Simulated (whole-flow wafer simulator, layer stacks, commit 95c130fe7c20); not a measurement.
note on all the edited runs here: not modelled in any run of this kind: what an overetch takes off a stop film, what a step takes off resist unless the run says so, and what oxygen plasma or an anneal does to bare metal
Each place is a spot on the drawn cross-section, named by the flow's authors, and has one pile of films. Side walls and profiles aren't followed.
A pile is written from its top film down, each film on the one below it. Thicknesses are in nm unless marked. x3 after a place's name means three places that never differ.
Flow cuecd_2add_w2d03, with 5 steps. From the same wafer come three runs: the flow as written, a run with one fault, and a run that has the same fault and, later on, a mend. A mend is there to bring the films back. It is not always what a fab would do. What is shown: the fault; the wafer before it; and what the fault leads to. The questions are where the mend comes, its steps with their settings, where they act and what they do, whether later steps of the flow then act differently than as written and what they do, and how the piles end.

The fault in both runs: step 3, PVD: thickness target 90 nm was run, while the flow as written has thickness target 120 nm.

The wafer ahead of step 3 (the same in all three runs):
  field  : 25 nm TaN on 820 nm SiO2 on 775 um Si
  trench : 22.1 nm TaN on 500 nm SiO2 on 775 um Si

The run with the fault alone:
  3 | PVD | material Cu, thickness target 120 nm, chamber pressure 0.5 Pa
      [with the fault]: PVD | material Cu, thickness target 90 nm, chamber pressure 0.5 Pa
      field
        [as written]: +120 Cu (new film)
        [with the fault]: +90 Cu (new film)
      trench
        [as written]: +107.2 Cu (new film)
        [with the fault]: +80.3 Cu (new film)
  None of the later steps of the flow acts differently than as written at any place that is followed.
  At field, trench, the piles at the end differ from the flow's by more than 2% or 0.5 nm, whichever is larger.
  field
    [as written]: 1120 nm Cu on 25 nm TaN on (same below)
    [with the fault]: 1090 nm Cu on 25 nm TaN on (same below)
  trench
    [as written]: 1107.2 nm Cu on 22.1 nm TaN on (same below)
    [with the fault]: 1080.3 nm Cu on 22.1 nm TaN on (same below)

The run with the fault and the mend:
  After step 3 comes the mend.
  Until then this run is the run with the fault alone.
  3a | PVD | material Cu, thickness target 30 nm, chamber pressure 0.5 Pa (a further turn of the flow's step 3, with different settings)
      field
        +30 Cu
      trench
        +26.5 Cu
  None of the later steps of the flow acts differently than as written at any place that is followed.
  At the end the piles are close to the flow's at the places that both follow, differing by at most 2% or 0.5 nm, whichever is larger.
